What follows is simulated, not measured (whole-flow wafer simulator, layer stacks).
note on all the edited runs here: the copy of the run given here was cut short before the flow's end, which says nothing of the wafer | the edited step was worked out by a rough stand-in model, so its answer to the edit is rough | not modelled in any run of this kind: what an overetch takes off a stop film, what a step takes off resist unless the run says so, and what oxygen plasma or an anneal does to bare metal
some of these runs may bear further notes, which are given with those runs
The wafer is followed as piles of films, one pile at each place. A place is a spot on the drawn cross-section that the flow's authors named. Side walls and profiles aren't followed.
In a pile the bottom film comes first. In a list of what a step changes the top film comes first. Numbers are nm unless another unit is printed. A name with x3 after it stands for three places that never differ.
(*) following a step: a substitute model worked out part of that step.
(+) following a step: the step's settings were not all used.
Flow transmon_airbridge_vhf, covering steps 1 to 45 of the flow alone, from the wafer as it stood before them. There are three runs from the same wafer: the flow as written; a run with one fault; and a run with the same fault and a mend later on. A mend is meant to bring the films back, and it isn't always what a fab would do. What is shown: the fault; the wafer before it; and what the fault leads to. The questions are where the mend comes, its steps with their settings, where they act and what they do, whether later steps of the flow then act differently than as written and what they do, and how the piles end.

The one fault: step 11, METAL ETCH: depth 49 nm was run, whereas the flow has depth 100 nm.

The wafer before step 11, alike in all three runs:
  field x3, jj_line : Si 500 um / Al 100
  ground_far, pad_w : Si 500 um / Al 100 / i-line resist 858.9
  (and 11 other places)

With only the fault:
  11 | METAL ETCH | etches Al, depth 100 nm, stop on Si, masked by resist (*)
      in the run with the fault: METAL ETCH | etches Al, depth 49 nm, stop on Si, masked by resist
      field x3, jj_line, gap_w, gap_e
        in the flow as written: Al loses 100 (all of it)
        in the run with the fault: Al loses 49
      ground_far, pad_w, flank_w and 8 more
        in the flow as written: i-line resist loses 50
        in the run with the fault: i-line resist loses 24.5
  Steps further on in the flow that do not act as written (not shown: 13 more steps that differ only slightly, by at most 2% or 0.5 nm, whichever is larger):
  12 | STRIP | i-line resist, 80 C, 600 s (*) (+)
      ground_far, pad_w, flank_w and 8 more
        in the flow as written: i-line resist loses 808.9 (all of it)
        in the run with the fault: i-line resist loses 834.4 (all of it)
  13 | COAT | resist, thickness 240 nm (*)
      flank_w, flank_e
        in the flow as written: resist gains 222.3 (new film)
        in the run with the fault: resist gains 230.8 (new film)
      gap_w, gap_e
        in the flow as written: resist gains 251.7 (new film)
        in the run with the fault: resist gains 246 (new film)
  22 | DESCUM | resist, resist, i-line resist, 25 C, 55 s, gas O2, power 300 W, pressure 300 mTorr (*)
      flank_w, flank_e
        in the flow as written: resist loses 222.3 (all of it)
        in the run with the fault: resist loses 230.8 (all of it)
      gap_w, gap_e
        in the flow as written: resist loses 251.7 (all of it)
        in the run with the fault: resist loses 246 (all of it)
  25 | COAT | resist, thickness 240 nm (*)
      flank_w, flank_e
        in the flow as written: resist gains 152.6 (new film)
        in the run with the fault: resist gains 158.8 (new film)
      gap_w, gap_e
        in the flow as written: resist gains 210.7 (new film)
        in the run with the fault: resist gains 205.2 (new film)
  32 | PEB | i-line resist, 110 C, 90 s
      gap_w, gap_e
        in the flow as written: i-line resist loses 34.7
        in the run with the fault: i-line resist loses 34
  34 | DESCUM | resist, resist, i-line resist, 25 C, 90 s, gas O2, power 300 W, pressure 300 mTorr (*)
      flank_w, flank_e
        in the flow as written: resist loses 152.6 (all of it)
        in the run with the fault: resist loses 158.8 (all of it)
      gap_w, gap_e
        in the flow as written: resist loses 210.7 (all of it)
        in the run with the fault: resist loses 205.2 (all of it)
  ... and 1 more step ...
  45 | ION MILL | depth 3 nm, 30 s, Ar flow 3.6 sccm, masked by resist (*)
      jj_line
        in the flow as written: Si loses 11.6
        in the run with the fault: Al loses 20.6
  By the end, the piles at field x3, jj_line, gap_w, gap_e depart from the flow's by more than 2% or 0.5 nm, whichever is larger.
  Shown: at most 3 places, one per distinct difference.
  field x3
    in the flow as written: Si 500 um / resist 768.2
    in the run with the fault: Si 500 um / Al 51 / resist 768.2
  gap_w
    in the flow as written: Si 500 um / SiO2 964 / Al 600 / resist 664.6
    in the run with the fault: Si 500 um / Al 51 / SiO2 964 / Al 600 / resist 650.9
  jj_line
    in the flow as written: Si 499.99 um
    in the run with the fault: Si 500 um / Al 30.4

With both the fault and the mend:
  The mend stands after step 11.
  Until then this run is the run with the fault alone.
  11a | METAL ETCH | etches Al, depth 51 nm, stop on Si, masked by resist (*) (the flow's step 11 again, with other settings)
      ground_far, pad_w, flank_w and 8 more
        i-line resist loses 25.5
      field x3, jj_line, gap_w, gap_e
        Al loses 51 (all of it)
  None of the later steps of the flow acts differently than as written at any place that is followed.
  At every place that both follow, the piles at the end match the flow's.
